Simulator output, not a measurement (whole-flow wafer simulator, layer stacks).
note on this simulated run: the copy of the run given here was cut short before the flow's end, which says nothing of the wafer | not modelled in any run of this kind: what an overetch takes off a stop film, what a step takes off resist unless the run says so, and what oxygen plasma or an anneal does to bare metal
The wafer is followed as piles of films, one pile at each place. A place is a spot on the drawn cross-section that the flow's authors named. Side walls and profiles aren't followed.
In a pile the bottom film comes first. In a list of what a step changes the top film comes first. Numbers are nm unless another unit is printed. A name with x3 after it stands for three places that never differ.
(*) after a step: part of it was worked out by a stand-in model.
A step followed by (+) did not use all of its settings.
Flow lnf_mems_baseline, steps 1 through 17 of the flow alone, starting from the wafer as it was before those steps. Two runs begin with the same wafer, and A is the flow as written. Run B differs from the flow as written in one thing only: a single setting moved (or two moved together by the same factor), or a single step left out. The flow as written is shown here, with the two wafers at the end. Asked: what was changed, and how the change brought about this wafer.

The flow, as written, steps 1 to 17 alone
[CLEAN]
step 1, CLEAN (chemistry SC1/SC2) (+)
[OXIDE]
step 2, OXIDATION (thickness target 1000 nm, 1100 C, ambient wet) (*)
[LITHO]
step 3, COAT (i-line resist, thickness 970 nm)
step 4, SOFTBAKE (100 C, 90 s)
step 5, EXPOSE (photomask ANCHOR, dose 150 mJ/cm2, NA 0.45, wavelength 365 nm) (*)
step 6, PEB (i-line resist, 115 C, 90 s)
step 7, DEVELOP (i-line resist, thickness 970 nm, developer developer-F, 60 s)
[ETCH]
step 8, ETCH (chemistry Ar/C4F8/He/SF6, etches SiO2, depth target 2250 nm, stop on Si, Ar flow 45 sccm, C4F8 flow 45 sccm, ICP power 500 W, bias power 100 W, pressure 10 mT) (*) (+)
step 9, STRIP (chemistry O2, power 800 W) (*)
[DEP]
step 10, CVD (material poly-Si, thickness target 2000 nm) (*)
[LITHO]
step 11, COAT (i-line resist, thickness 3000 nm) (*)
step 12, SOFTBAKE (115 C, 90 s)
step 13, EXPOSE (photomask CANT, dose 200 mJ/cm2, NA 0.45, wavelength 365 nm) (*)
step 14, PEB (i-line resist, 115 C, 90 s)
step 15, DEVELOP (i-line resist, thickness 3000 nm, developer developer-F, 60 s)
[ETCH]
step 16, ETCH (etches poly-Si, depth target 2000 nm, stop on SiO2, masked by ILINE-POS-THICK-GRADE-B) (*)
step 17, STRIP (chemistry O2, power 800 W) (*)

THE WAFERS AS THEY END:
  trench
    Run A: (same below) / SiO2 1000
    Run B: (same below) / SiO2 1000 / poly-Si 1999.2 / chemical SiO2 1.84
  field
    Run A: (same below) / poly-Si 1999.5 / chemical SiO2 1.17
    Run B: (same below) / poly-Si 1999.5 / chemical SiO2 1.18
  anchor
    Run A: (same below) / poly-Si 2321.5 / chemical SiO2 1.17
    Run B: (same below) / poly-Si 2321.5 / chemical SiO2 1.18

The reason: step 16, ETCH: etches poly-Si, depth target 2000 nm, stop on SiO2, masked by ILINE-POS-THICK-GRADE-B (*), was skipped.

The path from the change to this, step by step:
  step 17, STRIP (chemistry O2, power 800 W) (*)
      trench, char_slit: A nothing | B chemical SiO2 gains 1.84 (new film), poly-Si loses 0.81
